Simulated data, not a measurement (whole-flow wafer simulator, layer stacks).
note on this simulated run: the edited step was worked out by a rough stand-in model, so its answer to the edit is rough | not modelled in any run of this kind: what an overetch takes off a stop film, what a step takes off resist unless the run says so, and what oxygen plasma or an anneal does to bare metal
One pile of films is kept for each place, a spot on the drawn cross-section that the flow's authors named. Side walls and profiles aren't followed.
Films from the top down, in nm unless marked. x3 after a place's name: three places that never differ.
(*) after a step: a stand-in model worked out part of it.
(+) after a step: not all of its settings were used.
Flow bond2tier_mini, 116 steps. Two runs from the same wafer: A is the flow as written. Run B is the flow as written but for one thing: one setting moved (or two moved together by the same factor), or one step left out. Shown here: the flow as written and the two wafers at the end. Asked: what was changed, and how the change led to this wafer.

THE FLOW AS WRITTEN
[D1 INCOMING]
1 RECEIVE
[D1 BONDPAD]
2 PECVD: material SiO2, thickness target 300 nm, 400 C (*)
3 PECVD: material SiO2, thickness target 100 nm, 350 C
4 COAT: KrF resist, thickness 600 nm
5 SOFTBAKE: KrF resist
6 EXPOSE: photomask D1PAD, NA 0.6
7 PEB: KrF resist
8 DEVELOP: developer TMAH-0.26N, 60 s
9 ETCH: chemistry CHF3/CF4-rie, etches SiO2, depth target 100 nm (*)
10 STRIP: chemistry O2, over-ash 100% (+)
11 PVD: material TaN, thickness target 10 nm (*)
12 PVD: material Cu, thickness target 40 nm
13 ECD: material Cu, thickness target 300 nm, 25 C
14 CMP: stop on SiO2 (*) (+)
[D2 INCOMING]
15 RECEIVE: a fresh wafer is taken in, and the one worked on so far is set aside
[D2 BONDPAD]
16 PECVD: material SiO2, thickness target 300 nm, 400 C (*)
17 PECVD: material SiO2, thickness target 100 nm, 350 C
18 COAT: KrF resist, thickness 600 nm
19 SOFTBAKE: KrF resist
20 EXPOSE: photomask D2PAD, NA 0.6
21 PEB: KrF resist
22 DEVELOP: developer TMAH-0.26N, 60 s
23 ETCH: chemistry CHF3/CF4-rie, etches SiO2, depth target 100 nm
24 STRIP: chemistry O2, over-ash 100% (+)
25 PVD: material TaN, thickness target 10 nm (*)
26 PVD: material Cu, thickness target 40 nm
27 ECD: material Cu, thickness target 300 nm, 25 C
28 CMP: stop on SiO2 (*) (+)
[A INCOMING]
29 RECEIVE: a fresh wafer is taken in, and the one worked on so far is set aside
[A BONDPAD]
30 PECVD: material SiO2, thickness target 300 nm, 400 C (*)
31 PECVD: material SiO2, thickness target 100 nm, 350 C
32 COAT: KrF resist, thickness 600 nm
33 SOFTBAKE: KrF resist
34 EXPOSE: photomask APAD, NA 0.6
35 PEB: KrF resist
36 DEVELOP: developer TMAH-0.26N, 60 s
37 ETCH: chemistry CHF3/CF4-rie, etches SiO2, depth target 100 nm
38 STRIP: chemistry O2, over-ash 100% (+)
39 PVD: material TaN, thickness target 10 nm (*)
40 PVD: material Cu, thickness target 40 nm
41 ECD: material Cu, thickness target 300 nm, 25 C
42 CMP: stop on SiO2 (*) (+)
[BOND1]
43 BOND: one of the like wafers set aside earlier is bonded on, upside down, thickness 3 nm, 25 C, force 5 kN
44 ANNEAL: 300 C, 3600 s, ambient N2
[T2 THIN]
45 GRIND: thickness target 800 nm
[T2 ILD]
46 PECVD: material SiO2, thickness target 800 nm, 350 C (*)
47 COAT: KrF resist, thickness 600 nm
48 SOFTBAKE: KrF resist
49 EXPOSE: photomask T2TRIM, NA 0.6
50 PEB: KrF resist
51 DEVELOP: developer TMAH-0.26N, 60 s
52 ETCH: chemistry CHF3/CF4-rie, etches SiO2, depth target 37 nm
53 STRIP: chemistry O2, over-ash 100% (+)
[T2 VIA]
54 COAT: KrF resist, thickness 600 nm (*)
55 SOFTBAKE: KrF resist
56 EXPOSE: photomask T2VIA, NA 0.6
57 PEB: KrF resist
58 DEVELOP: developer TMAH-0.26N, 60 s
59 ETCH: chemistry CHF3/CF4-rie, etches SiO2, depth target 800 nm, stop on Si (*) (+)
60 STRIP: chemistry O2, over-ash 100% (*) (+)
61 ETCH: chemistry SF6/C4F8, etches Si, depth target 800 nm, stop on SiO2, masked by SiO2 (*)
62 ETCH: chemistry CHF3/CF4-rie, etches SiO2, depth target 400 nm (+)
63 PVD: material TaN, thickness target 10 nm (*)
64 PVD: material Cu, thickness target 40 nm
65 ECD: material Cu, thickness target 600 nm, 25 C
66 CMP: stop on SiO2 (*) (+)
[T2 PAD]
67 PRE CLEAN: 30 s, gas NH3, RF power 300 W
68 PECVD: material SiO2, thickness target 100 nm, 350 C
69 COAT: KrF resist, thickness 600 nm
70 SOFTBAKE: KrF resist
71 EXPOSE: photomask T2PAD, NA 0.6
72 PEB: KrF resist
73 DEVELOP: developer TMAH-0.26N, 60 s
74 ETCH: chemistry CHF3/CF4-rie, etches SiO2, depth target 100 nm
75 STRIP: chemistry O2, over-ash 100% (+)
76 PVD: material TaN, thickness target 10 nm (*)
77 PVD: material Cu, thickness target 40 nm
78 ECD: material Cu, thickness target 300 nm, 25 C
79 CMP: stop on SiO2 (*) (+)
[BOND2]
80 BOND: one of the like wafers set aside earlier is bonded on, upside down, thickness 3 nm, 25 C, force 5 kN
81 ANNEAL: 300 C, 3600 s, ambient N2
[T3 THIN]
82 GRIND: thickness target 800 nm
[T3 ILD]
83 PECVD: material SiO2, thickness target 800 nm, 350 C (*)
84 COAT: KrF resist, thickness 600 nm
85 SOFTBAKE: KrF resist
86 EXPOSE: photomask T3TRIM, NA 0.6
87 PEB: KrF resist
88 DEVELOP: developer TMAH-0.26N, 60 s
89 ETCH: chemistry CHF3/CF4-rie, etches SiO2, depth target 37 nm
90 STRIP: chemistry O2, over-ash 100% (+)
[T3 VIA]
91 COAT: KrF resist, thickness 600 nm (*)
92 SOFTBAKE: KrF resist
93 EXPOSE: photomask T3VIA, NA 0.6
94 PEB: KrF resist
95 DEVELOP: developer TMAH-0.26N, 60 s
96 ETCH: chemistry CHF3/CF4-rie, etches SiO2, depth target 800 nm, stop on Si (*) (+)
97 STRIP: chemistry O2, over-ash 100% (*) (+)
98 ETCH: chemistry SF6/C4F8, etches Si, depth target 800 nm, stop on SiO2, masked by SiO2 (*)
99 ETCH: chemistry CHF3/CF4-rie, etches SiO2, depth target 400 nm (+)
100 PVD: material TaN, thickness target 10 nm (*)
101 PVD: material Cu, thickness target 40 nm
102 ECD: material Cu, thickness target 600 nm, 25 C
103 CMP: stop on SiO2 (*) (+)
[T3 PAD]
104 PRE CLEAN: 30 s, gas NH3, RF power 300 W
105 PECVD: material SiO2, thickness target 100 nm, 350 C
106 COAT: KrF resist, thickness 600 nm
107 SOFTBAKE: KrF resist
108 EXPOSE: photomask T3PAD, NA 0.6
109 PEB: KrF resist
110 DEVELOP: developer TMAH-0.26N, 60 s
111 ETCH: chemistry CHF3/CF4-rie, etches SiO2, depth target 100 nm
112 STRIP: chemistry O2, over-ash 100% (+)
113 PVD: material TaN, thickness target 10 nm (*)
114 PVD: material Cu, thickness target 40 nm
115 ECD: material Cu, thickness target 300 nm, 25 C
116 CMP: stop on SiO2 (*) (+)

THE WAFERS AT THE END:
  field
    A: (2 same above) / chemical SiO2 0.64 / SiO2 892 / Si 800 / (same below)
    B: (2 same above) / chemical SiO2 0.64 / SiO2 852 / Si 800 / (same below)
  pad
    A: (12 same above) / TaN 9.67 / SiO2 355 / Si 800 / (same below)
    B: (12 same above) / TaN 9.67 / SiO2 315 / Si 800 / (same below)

The cause: step 46, PECVD: thickness target 760 nm was run, where the flow has thickness target 800 nm.

How the change led to this, step by step:
  46 PECVD: material SiO2, thickness target 800 nm, 350 C (*)
      field, pad, via: A SiO2 +800 (new film) | B SiO2 +760 (new film)
  59 ETCH: chemistry CHF3/CF4-rie, etches SiO2, depth target 800 nm, stop on Si (*) (+)
      via: A SiO2 -763 (all of it) | B SiO2 -723 (all of it)
